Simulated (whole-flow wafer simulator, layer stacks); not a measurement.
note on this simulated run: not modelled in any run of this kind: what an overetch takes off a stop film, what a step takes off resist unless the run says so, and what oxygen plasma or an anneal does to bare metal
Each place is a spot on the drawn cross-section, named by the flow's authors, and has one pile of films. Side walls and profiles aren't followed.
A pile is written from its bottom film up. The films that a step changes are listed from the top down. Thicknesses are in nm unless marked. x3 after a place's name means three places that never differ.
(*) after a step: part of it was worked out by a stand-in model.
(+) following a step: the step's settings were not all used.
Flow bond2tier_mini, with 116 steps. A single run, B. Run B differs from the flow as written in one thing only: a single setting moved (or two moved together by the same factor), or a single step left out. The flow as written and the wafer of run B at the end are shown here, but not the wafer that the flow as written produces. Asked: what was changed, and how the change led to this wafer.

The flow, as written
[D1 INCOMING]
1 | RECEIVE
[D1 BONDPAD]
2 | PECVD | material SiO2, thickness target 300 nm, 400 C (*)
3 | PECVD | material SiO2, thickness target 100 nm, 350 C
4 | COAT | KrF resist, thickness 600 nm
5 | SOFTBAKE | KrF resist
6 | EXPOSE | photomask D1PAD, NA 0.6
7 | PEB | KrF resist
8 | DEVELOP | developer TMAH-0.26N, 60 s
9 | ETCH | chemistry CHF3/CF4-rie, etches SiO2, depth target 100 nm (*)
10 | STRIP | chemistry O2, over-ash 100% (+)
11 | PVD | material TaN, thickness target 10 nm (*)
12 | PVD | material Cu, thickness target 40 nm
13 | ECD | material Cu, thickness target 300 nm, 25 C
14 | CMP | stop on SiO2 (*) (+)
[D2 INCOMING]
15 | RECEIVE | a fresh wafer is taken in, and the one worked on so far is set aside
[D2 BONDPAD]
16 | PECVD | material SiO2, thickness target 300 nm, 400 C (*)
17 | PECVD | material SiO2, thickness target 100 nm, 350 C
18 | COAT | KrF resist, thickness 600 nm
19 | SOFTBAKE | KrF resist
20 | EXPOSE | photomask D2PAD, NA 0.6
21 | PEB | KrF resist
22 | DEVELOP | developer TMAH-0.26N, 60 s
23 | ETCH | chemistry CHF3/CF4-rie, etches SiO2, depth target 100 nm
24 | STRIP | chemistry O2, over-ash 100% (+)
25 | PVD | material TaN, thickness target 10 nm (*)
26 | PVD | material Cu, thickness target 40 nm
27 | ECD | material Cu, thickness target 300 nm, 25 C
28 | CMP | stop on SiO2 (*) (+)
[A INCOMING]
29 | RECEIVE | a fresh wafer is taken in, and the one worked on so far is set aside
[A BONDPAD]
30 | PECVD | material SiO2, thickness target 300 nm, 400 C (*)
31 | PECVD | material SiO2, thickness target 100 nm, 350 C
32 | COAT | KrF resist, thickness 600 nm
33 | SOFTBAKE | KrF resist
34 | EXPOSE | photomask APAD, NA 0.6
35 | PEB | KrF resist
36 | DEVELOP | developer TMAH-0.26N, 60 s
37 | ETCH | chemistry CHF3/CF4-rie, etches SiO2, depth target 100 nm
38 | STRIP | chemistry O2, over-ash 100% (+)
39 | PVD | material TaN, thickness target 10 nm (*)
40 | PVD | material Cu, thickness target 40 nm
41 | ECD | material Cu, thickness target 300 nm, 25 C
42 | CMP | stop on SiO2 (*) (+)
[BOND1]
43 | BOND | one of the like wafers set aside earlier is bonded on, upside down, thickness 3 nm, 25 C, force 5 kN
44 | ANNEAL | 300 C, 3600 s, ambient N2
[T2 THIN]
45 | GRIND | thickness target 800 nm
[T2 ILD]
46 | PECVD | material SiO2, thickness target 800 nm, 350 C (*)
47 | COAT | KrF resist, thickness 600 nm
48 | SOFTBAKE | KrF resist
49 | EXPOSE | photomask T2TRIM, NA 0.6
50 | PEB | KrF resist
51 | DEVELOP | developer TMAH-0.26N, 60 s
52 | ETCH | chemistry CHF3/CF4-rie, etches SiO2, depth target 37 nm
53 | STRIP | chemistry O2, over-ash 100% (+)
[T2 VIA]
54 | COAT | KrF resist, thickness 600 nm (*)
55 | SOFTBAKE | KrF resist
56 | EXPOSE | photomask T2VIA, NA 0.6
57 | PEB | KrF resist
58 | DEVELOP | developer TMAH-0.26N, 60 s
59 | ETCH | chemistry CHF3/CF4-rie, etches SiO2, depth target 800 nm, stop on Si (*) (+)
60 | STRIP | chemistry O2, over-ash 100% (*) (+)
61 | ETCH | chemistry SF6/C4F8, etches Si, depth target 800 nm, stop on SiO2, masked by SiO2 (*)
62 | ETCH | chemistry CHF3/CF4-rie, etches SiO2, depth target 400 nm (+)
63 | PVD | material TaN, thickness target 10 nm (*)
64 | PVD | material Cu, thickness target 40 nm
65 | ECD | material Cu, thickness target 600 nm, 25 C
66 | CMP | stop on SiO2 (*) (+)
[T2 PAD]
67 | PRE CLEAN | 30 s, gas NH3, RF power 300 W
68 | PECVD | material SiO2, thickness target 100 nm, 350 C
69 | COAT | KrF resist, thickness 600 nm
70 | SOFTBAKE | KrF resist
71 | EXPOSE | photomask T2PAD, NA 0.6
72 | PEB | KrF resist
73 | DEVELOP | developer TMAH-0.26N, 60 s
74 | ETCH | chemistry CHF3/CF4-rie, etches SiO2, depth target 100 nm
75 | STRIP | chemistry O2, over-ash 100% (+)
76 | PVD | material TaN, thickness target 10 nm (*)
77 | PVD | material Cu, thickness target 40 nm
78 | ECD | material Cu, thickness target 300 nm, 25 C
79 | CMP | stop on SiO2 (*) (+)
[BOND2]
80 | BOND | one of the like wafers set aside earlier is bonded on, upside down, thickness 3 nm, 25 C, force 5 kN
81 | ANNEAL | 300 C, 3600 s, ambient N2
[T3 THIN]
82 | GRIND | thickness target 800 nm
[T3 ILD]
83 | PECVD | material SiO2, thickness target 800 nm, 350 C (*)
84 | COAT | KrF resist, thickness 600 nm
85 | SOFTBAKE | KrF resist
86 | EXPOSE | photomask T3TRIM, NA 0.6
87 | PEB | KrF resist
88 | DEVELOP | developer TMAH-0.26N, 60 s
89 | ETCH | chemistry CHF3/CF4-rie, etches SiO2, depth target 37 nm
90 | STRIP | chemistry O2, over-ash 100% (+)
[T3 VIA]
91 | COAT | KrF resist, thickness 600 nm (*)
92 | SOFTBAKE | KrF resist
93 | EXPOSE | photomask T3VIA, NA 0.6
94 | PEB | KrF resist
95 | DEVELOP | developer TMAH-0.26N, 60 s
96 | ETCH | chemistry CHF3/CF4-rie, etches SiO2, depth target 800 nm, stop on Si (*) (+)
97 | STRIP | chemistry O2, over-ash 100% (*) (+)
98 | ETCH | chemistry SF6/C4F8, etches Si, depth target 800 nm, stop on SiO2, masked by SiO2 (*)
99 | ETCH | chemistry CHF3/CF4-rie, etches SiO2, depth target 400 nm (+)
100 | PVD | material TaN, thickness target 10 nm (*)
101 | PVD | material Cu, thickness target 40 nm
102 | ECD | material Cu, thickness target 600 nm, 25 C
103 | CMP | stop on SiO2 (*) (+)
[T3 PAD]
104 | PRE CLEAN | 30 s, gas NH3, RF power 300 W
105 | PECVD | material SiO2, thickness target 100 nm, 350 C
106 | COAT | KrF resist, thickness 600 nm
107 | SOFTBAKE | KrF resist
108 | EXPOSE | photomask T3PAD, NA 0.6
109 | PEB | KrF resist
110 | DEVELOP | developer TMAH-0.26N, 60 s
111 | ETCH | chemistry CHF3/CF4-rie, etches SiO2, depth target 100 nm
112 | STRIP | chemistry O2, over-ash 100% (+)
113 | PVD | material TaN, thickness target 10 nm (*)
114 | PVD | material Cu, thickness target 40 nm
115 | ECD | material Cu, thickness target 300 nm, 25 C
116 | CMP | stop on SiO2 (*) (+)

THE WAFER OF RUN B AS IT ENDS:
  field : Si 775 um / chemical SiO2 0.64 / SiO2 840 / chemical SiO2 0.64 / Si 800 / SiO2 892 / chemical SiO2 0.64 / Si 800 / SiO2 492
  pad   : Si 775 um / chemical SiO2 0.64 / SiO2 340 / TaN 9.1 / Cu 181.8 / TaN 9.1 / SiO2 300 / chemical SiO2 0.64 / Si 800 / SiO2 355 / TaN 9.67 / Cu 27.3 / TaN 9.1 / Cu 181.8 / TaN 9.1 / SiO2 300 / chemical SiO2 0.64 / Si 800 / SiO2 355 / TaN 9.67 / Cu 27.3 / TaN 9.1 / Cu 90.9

What caused this: step 31, PECVD: thickness target 140 nm was run, whereas the flow has thickness target 100 nm.

The path from the change to this, step by step:
  31 | PECVD | material SiO2, thickness target 100 nm, 350 C
      field, pad, via: SiO2 gains 140 (it would be, as written: SiO2 gains 100)
